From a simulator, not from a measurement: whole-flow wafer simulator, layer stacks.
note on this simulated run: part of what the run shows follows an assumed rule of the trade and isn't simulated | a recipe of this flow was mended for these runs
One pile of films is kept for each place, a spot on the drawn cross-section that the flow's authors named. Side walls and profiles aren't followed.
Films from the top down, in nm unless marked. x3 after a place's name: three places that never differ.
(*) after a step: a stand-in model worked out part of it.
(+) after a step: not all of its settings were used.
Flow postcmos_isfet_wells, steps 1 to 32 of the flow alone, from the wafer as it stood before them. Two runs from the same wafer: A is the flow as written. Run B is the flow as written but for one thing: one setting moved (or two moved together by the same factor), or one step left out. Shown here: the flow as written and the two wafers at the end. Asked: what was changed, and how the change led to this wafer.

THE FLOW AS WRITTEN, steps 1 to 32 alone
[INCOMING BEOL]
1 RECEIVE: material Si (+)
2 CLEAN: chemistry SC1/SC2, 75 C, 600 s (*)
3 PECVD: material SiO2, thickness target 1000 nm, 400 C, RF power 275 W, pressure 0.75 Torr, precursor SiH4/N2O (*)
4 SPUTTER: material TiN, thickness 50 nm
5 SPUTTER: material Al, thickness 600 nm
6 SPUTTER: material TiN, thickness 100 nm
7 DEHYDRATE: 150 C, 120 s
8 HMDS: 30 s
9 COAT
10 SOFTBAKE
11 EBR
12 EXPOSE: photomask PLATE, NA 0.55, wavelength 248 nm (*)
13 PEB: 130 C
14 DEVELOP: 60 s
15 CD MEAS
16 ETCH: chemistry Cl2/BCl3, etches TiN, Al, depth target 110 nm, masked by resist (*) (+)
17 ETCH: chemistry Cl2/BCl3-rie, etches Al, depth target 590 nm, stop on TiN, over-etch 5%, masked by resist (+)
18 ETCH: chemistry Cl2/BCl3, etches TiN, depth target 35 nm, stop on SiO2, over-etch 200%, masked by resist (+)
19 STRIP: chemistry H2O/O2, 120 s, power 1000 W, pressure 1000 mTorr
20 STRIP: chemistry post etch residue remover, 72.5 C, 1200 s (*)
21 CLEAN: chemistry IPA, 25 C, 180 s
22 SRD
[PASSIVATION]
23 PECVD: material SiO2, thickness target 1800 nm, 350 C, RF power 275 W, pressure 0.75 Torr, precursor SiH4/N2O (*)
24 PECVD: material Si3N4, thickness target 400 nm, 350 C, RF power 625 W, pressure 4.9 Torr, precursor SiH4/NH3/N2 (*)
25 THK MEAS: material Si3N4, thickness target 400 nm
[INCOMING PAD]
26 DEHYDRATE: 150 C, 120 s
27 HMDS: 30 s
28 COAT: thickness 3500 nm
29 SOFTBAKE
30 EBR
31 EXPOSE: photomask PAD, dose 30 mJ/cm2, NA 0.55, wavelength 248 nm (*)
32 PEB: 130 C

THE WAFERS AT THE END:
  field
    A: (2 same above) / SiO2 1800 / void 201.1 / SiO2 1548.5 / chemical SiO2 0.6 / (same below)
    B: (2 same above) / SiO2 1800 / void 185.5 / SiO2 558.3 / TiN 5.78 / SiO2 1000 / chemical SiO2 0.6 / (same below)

The cause: step 16, ETCH: depth target 68 nm was run, where the flow has depth target 110 nm.

How the change led to this, step by step:
  16 ETCH: chemistry Cl2/BCl3, etches TiN, Al, depth target 110 nm, masked by resist (*) (+)
      field: A TiN -100 (all of it), Al -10 | B TiN -68
      margin x8: A thick-KrF-resist -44 | B thick-KrF-resist -27.2
  17 ETCH: chemistry Cl2/BCl3-rie, etches Al, depth target 590 nm, stop on TiN, over-etch 5%, masked by resist (+)
      field: A Al -590 (all of it), TiN -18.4 | B TiN -32 (all of it), Al -538.8
  18 ETCH: chemistry Cl2/BCl3, etches TiN, depth target 35 nm, stop on SiO2, over-etch 200%, masked by resist (+)
      field: A TiN -31.6 (all of it), SiO2 -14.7 | B Al -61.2 (all of it), TiN -43.8
      margin x8: A thick-KrF-resist -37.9 | B thick-KrF-resist -42
  19 STRIP: chemistry H2O/O2, 120 s, power 1000 W, pressure 1000 mTorr
      margin x8: A thick-KrF-resist -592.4 (all of it) | B thick-KrF-resist -605 (all of it)
  23 PECVD: material SiO2, thickness target 1800 nm, 350 C, RF power 275 W, pressure 0.75 Torr, precursor SiH4/N2O (*)
      field: A SiO2 +1800 (new film), void +201.1 (new film), SiO2 +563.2 | B SiO2 +1800 (new film), void +185.5 (new film), SiO2 +558.3 (new film)
Counting metal films that touch as one body, field has 1 body; the flow as written gives 0 bodies.
